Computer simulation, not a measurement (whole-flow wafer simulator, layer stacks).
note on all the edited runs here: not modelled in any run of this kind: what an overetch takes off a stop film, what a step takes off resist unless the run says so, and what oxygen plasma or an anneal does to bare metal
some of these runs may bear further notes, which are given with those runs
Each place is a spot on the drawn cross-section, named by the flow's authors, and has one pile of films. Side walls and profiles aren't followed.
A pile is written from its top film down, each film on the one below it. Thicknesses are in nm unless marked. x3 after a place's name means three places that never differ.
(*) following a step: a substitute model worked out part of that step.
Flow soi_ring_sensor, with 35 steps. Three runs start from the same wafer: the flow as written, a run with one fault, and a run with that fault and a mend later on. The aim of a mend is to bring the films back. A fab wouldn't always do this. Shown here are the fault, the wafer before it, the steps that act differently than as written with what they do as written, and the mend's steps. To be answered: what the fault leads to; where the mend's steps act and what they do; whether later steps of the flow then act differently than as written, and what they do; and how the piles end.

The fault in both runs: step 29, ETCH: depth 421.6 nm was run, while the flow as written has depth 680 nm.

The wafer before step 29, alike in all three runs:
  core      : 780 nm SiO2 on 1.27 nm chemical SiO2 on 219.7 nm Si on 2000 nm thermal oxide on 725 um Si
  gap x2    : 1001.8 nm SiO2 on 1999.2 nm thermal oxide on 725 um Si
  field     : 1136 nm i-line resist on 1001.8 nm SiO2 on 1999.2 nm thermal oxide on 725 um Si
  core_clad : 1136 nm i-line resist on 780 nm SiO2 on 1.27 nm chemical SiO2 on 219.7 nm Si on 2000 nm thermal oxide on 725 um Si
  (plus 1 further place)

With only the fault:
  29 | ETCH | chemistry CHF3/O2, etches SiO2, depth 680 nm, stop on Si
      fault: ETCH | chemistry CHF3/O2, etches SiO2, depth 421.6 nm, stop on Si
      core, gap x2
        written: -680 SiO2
        fault: -421.6 SiO2
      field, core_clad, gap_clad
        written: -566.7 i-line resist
        fault: -351.3 i-line resist
  Steps later in the flow that act otherwise than as written:
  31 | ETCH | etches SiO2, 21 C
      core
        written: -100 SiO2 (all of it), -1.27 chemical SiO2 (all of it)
        fault: -358.4 SiO2 (all of it), -1.27 chemical SiO2 (all of it)
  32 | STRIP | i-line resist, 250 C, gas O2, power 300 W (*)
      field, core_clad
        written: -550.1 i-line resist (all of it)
        fault: -765.4 i-line resist (all of it)
  When the end is reached, the piles differ only a little from the flow's at the places that both follow, at most by 2% or 0.5 nm, whichever is larger.

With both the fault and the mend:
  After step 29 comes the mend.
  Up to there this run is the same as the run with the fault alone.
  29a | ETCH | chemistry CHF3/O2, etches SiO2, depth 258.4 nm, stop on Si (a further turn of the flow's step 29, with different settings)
      core, gap x2
        -258.4 SiO2
      field, core_clad, gap_clad
        -215.3 i-line resist
  Every later step of the flow that is run acts as written at every place that is followed.
  At every place that both follow, the piles at the end match the flow's.
